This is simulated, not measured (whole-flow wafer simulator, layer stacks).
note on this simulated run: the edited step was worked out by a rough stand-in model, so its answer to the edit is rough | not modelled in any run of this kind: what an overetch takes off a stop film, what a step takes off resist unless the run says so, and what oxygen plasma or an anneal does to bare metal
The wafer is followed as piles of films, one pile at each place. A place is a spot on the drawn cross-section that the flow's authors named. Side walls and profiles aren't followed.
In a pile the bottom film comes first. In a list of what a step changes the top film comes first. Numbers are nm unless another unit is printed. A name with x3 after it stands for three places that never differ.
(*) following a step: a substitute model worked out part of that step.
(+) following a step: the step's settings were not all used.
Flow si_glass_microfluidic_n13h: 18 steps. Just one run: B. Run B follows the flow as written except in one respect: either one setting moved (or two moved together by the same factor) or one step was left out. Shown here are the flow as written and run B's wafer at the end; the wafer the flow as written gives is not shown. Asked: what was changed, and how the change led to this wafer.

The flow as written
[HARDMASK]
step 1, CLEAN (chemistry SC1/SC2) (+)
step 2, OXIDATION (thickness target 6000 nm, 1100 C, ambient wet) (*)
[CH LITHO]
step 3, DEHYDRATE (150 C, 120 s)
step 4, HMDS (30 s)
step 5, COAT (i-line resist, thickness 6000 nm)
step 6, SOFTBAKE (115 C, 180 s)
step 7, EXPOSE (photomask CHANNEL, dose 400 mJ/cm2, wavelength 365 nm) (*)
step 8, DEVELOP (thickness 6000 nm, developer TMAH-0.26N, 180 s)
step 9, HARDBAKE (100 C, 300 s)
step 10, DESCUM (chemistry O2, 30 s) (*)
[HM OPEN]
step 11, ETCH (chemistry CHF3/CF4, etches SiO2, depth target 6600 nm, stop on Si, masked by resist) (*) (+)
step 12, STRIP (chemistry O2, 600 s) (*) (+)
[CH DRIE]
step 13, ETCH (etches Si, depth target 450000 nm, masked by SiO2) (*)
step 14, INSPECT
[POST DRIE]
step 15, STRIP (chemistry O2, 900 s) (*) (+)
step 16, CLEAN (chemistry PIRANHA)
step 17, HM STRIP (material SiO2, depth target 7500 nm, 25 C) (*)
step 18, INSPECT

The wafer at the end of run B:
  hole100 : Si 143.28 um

Cause: step 13, ETCH: depth target 393800 nm was run, while the flow as written has depth target 450000 nm.

The path from the change to this, step by step:
  step 13, ETCH (etches Si, depth target 450000 nm, masked by SiO2) (*)
      land: SiO2 loses 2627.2 (it would be, as written: SiO2 loses 3004.3)
      hole100: chemical SiO2 loses 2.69 (all of it), Si loses 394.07 um (it would be, as written: chemical SiO2 loses 2.69 (all of it), Si loses 450.64 um)
  step 17, HM STRIP (material SiO2, depth target 7500 nm, 25 C) (*)
      land: SiO2 loses 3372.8 (all of it) (it would be, as written: SiO2 loses 2995.7 (all of it))
